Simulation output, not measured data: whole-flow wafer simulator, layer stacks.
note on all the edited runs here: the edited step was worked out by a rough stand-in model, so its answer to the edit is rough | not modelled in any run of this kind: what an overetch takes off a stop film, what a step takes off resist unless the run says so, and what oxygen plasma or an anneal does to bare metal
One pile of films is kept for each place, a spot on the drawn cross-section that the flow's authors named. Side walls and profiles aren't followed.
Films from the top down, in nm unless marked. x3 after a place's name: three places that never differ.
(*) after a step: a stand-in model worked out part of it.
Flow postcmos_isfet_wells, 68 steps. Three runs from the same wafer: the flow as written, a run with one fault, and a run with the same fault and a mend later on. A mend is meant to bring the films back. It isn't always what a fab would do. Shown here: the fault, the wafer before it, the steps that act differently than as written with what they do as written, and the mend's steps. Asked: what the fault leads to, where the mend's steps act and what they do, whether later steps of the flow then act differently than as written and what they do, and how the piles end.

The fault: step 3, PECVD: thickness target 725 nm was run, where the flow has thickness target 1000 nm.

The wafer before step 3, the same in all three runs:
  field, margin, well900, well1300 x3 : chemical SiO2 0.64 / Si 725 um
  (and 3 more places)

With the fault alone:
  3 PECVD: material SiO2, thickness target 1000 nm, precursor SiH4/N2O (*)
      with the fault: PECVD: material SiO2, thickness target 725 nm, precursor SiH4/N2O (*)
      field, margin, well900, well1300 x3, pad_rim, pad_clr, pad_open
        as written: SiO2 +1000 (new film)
        with the fault: SiO2 +725 (new film)
  No later step of the flow acts differently than as written at any place that is followed.
  At the end the piles differ from the flow's by more than 2% or 0.5 nm, whichever is larger, at field, margin, well900, well1300 x3, pad_rim, pad_clr, pad_open.
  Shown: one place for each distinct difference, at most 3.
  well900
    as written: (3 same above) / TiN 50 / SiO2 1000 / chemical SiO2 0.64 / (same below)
    with the fault: (3 same above) / TiN 50 / SiO2 725 / chemical SiO2 0.64 / (same below)
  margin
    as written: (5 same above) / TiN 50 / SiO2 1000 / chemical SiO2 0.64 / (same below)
    with the fault: (5 same above) / TiN 50 / SiO2 725 / chemical SiO2 0.64 / (same below)
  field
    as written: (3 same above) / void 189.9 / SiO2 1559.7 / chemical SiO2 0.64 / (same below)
    with the fault: (3 same above) / void 189.9 / SiO2 1284.7 / chemical SiO2 0.64 / (same below)

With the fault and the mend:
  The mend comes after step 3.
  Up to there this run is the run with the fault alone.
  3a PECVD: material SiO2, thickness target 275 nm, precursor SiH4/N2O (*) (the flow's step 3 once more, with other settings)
      field, margin, well900, well1300 x3, pad_rim, pad_clr, pad_open
        SiO2 +275
  No later step of the flow acts differently than as written at any place that is followed.
  At the end the piles are the same as the flow's at every place that both follow.
